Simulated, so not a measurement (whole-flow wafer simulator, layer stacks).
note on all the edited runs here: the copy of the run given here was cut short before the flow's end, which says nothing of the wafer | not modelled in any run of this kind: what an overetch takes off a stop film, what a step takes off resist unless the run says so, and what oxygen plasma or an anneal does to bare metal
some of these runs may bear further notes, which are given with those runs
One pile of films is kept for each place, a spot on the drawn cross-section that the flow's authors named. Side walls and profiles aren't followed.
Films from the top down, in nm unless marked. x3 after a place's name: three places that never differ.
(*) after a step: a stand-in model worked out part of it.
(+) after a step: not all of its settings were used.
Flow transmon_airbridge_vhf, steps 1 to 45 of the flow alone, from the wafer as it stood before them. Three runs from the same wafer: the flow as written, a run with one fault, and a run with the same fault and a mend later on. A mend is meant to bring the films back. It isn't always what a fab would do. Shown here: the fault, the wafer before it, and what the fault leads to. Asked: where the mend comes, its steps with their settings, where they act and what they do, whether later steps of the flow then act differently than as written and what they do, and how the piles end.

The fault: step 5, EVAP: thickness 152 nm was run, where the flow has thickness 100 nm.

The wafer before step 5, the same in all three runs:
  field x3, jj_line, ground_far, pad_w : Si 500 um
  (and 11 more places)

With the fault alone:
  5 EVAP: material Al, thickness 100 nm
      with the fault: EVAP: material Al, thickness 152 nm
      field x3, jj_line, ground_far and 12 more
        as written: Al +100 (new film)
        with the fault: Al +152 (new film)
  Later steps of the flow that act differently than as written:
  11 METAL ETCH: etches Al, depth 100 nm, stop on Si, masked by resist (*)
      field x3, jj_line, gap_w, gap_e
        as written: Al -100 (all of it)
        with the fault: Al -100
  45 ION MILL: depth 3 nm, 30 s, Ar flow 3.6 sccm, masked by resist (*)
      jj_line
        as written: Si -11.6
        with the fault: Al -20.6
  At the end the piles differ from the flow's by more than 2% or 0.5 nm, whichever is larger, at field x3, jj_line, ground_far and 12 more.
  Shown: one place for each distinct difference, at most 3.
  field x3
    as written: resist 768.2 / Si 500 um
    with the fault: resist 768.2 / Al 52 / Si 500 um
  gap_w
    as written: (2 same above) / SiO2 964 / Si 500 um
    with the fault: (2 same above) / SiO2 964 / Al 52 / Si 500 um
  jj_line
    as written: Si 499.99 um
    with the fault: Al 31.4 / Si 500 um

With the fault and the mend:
  The mend comes after step 10.
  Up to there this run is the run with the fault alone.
  11 METAL ETCH: etches Al, depth 152 nm, stop on Si, masked by resist (*) (the flow's step 11, which as written has depth 100 nm)
      ground_far, pad_w, flank_w and 8 more
        i-line resist -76
      field x3, jj_line, gap_w, gap_e
        Al -152 (all of it)
  Later steps of the flow that act differently than as written (13 more steps differ only slightly, by at most 2% or 0.5 nm, whichever is larger, and aren't shown):
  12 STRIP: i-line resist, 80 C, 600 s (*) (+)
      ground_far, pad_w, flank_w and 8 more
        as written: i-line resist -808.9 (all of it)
        with the mend: i-line resist -782.9 (all of it)
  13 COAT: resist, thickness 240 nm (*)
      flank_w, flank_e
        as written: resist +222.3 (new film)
        with the mend: resist +214.8 (new film)
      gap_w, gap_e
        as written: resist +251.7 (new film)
        with the mend: resist +256.9 (new film)
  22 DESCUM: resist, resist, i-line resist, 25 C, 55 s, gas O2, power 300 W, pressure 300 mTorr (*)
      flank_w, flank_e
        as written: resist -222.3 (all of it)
        with the mend: resist -214.8 (all of it)
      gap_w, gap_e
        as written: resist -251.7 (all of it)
        with the mend: resist -256.9 (all of it)
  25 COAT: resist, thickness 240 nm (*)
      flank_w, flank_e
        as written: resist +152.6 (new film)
        with the mend: resist +146.8 (new film)
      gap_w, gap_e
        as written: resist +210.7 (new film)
        with the mend: resist +215.8 (new film)
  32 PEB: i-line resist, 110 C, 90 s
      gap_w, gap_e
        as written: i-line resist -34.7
        with the mend: i-line resist -35.5
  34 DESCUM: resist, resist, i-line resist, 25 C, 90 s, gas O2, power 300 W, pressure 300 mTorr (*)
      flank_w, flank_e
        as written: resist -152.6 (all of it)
        with the mend: resist -146.8 (all of it)
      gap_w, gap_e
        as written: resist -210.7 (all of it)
        with the mend: resist -215.8 (all of it)
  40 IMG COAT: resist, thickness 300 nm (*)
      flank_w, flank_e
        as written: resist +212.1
        with the mend: resist +205.3
  At the end the piles differ from the flow's by more than 2% or 0.5 nm, whichever is larger, at ground_far, pad_w, flank_w and 8 more.
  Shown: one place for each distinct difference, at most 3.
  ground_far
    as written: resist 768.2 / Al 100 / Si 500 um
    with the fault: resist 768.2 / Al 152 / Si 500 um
    with the mend: resist 768.2 / Al 152 / Si 500 um
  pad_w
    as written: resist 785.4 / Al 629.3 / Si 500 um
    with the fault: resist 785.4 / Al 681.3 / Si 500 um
    with the mend: resist 784 / Al 681.3 / Si 500 um
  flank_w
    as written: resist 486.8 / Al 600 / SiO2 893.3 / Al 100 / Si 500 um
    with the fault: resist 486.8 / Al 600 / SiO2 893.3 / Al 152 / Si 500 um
    with the mend: resist 473.9 / Al 600 / SiO2 893.7 / Al 152 / Si 500 um
